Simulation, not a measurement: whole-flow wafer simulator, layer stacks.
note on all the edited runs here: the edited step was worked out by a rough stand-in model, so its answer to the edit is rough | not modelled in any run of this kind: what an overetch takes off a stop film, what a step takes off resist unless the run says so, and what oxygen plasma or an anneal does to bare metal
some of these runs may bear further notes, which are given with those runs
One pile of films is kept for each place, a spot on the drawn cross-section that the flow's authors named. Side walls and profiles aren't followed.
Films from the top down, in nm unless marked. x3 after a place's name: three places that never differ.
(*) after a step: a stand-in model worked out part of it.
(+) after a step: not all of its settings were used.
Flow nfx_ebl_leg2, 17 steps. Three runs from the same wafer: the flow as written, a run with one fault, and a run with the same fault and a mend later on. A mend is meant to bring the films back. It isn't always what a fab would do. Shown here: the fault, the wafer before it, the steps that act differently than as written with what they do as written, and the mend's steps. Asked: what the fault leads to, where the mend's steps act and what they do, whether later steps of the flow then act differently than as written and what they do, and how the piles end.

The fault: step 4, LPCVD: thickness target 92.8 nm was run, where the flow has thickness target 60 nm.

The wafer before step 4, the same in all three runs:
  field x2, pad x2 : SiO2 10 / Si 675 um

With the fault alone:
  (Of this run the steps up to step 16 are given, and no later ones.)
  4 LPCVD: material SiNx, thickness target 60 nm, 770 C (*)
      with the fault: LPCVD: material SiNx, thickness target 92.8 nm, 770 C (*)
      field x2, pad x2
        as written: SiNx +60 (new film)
        with the fault: SiNx +92.8 (new film)
  Later steps of the flow that act differently than as written:
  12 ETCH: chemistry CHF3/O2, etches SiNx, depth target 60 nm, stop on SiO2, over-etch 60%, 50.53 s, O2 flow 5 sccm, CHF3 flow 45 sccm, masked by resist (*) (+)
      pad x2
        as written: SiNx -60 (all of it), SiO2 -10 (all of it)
        with the fault: SiNx -92.8 (all of it), SiO2 -1.6
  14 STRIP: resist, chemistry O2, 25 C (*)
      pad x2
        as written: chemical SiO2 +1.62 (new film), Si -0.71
        with the fault: nothing
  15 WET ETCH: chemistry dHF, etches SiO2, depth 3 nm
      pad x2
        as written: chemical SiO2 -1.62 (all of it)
        with the fault: SiO2 -3
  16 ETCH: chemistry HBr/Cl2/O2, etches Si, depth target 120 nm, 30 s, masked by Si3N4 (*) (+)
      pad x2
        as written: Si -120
        with the fault: SiO2 -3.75
  After step 16 the piles differ from the flow's by more than 2% or 0.5 nm, whichever is larger, at field x2, pad x2.
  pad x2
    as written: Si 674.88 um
    with the fault: SiO2 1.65 / Si 675 um
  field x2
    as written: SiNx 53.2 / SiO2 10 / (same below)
    with the fault: SiNx 86 / SiO2 10 / (same below)

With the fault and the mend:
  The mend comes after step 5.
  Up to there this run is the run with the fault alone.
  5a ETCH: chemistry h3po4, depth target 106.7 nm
      field x2, pad x2
        SiNx -92.8 (all of it)
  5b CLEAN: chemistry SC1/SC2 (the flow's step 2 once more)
      changes no film at any place that is followed
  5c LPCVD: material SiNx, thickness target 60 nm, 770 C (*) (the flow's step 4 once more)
      field x2, pad x2
        SiNx +60 (new film)
  No later step of the flow acts differently than as written at any place that is followed.
  At the end the piles are the same as the flow's at every place that both follow.
